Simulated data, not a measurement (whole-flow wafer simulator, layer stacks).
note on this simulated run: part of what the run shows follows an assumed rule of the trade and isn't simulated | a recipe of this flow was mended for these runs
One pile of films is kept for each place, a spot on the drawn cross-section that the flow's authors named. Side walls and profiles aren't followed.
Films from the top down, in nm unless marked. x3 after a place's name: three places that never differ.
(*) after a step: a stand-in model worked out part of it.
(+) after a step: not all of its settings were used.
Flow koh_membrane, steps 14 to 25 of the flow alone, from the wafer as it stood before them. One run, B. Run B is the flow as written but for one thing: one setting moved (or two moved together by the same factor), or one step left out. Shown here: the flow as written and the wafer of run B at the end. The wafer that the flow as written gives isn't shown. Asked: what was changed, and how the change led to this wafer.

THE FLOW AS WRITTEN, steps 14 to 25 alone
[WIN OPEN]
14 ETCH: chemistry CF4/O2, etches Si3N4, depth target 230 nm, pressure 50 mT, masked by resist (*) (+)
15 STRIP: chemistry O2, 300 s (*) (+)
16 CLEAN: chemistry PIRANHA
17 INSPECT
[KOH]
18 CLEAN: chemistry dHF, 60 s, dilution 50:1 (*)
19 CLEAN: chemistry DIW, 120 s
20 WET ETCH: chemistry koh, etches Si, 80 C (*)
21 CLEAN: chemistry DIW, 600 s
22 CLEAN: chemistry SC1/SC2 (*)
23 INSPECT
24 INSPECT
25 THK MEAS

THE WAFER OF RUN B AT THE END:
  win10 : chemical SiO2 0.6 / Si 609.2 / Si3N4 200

The cause: step 14, ETCH: depth target 252 nm was run, where the flow has depth target 230 nm.

How the change led to this, step by step:
  14 ETCH: chemistry CF4/O2, etches Si3N4, depth target 230 nm, pressure 50 mT, masked by resist (*) (+)
      win20 x4, win10: Si3N4 -200 (all of it), chemical SiO2 -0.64 (all of it), Si -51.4 (as written it would be: Si3N4 -200 (all of it), chemical SiO2 -0.64 (all of it), Si -29.4)
      field: i-line-resist -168 (as written it would be: i-line-resist -153.3)
